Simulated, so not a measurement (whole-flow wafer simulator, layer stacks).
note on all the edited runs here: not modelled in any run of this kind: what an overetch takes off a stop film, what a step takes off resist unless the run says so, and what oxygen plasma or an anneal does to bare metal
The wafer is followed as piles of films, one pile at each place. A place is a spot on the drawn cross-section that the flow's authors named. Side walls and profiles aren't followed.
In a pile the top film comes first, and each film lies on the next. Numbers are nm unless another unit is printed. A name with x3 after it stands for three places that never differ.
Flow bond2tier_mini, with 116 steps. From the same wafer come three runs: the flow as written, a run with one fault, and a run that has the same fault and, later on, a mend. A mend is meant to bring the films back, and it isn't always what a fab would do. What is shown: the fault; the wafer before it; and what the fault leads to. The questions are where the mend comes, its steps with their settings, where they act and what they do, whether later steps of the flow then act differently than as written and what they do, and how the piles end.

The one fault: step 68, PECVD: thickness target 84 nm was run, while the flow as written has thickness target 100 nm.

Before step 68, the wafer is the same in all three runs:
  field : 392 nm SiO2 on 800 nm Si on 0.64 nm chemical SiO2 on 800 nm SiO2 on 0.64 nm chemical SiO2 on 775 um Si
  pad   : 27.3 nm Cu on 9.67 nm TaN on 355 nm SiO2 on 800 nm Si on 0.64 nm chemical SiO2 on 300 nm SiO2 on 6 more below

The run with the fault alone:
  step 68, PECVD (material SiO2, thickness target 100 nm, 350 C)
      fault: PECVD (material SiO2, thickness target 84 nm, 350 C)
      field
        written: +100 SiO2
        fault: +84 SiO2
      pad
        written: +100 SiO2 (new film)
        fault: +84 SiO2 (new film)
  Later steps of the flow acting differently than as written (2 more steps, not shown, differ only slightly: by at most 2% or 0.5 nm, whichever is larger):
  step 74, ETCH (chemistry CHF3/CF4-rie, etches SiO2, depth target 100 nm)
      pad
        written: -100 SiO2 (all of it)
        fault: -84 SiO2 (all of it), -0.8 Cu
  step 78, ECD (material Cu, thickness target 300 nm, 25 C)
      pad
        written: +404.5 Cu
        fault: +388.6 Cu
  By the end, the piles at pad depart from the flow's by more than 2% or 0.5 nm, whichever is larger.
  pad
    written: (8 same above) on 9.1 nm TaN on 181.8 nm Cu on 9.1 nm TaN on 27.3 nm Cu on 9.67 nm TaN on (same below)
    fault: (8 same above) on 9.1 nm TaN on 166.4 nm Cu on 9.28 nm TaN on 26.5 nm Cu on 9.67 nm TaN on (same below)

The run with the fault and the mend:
  After step 68 comes the mend.
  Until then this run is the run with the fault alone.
  step 68a, PECVD (material SiO2, thickness target 16 nm, 350 C) (the flow's step 68, run once more with other settings)
      field, pad
        +16 SiO2
  Later steps of the flow that are run all act as written at every place that is followed.
  By the end, the piles equal the flow's at every place that both follow.
